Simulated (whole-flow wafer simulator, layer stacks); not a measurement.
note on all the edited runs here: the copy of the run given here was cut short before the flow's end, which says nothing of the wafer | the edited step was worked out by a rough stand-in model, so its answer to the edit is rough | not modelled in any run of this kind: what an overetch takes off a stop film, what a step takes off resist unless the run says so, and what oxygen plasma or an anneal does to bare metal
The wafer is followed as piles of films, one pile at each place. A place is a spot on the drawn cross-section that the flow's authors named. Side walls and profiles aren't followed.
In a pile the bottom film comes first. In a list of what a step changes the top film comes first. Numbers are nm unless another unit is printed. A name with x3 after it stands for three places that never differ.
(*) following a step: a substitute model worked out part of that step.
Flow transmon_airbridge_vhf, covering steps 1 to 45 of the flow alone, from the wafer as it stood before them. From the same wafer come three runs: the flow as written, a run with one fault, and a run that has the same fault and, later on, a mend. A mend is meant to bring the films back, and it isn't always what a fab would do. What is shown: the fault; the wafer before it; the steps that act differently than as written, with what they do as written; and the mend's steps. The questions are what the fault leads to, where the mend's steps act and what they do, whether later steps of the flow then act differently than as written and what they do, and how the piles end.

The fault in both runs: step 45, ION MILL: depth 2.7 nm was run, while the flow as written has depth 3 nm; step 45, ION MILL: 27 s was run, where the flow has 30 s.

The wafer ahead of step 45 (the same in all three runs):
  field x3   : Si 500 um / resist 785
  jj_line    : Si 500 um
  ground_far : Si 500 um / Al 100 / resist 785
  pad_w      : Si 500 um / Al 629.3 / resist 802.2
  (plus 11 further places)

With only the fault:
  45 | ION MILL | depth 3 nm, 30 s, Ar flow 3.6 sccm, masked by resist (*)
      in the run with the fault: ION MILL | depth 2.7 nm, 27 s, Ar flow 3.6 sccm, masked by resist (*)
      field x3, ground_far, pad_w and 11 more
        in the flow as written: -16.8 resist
        in the run with the fault: -15.1 resist
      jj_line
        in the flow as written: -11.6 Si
        in the run with the fault: -10.5 Si
  Later steps of the flow that are run all act as written at every place that is followed.
  When the end is reached, the piles differ only a little from the flow's at the places that both follow, at most by 2% or 0.5 nm, whichever is larger.

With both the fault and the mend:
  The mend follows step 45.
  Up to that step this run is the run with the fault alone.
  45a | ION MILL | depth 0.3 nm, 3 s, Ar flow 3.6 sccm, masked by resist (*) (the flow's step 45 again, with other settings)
      field x3, ground_far, pad_w and 11 more
        -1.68 resist
      jj_line
        -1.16 Si
  Later steps of the flow that are run all act as written at every place that is followed.
  The piles end the same as the flow's at every place that both follow.
